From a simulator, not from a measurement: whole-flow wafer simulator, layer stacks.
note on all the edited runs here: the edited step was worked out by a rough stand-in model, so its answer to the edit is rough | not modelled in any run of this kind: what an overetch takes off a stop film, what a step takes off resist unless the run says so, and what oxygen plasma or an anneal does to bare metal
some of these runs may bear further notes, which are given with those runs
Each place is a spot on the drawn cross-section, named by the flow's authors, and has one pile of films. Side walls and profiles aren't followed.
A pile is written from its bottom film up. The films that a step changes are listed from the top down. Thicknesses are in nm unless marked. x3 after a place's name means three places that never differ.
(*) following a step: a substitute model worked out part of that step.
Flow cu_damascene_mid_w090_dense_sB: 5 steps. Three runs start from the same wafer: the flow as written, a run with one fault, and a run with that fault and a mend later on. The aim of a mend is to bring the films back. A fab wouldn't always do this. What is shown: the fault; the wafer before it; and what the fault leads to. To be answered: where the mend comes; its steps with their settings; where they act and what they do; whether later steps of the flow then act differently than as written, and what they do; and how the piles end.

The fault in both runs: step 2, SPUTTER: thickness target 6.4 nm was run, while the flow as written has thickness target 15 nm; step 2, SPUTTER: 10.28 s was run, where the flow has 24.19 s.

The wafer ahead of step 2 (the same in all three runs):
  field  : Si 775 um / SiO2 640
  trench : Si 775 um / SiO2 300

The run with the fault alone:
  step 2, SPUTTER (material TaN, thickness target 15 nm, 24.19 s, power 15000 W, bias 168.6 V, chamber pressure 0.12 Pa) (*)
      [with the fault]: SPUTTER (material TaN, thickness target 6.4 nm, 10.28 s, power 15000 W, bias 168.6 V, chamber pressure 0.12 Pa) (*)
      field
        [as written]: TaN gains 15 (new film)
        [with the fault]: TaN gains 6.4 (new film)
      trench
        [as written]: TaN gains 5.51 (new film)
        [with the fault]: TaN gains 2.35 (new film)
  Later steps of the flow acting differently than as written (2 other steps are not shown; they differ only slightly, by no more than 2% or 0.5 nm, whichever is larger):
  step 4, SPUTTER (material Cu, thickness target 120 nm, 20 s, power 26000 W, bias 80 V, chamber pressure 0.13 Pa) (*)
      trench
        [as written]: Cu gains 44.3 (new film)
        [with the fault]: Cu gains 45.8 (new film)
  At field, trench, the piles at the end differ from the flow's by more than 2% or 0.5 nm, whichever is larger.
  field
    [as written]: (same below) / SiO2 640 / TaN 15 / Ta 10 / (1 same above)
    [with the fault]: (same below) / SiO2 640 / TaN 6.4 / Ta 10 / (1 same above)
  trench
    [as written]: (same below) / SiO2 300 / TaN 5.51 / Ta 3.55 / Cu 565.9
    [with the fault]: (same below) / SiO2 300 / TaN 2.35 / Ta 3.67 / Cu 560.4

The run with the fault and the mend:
  The mend follows step 2.
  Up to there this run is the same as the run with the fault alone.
  step 2a, SPUTTER (material TaN, thickness target 8.6 nm, 13.87 s, power 15000 W, bias 168.6 V, chamber pressure 0.12 Pa) (*) (the flow's step 2 again, with other settings)
      field
        TaN gains 8.6
      trench
        TaN gains 3.08
  None of the later steps of the flow differs from how it acts as written, at any place that is followed, by more than 2% or 0.5 nm, whichever is larger.
  The piles end only slightly different from the flow's at the places that both follow, by no more than 2% or 0.5 nm, whichever is larger.
